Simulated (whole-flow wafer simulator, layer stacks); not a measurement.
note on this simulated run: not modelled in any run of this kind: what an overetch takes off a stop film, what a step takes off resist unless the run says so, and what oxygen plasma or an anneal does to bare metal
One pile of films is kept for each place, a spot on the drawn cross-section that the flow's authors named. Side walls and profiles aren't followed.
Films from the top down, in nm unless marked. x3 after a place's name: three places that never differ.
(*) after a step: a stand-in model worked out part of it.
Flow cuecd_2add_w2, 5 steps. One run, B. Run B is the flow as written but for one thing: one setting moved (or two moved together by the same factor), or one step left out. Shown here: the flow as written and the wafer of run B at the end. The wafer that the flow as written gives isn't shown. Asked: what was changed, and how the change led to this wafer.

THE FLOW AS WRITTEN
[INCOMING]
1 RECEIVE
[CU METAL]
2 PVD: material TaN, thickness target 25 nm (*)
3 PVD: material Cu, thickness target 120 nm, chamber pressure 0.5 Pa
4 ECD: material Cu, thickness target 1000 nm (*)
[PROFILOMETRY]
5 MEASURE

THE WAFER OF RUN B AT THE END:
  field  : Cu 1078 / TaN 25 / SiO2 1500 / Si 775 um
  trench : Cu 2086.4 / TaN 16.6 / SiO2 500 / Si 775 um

The cause: step 3, PVD: thickness target 78 nm was run, where the flow has thickness target 120 nm.

How the change led to this, step by step:
  3 PVD: material Cu, thickness target 120 nm, chamber pressure 0.5 Pa
      field: Cu +78 (new film) (as written it would be: Cu +120 (new film))
      trench: Cu +52.7 (new film) (as written it would be: Cu +80.8 (new film))
